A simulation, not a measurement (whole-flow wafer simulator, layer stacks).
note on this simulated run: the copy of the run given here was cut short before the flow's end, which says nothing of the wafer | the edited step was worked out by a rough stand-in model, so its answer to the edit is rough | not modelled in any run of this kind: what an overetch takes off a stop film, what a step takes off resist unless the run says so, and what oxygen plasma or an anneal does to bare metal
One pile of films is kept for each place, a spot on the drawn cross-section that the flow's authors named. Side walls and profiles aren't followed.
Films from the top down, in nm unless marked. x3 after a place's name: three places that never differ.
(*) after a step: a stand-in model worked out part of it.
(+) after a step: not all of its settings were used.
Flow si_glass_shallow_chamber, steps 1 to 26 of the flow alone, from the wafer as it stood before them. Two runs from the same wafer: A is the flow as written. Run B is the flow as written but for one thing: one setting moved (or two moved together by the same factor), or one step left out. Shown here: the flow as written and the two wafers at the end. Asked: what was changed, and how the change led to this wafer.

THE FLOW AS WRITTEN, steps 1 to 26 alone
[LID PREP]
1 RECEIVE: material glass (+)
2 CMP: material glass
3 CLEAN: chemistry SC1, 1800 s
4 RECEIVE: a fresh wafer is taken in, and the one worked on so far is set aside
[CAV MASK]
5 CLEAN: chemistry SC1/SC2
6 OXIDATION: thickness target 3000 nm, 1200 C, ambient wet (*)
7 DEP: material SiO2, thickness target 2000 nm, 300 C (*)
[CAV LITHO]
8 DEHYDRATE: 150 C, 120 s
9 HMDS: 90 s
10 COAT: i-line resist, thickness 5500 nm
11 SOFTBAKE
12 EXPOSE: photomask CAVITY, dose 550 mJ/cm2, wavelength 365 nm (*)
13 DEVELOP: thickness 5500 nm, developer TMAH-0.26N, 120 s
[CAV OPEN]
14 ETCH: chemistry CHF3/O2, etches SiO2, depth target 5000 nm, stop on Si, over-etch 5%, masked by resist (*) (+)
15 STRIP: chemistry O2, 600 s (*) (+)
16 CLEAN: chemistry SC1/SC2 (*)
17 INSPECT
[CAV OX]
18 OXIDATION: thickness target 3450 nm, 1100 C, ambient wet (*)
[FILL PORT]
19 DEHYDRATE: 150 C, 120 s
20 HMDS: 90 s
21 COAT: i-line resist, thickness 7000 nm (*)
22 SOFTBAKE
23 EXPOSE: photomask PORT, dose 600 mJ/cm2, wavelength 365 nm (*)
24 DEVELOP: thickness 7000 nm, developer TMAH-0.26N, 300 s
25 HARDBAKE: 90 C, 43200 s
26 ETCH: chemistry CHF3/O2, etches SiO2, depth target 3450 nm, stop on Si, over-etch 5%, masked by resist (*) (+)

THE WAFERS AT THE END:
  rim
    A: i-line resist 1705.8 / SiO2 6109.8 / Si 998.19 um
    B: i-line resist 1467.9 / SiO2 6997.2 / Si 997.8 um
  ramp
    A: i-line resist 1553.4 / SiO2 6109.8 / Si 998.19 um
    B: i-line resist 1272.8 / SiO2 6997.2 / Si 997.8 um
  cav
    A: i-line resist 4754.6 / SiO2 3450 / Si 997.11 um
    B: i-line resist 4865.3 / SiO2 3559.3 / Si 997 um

The cause: step 6, OXIDATION: thickness target 4050 nm was run, where the flow has thickness target 3000 nm.

How the change led to this, step by step:
  6 OXIDATION: thickness target 3000 nm, 1200 C, ambient wet (*)
      rim, ramp, cav, port, septum, ring: A SiO2 +3000 (new film), chemical SiO2 -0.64 (all of it), Si -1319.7 | B SiO2 +4050 (new film), chemical SiO2 -0.64 (all of it), Si -1781.7
  14 ETCH: chemistry CHF3/O2, etches SiO2, depth target 5000 nm, stop on Si, over-etch 5%, masked by resist (*) (+)
      cav, port: A SiO2 -5000 (all of it), Si -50 | B SiO2 -5250
  15 STRIP: chemistry O2, 600 s (*) (+)
      cav, port: A chemical SiO2 +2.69 (new film), Si -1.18 | B nothing
  18 OXIDATION: thickness target 3450 nm, 1100 C, ambient wet (*)
      cav, port: A SiO2 +3450 (new film), chemical SiO2 -2.69 (all of it), Si -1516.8 | B SiO2 +2759.3, Si -1214.1
      rim, ramp, septum, ring: A SiO2 +1109.8, Si -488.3 | B SiO2 +947.2, Si -416.8
  21 COAT: i-line resist, thickness 7000 nm (*)
      rim: A i-line resist +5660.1 (new film) | B i-line resist +5490.5 (new film)
      ramp: A i-line resist +5087.8 (new film) | B i-line resist +4854.5 (new film)
  22 SOFTBAKE
      rim: A i-line resist -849 | B i-line resist -925.7
      ramp: A i-line resist -434.5 | B i-line resist -491.2
      (and at 3 more places)
  25 HARDBAKE: 90 C, 43200 s
      rim: A i-line resist -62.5 | B i-line resist -54.1
      ramp: A i-line resist -57.1 | B i-line resist -47.7
      (and at 1 more place)
  26 ETCH: chemistry CHF3/O2, etches SiO2, depth target 3450 nm, stop on Si, over-etch 5%, masked by resist (*) (+)
      port: A SiO2 -3450 (all of it), Si -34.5 | B SiO2 -3559.3 (all of it), Si -12.6
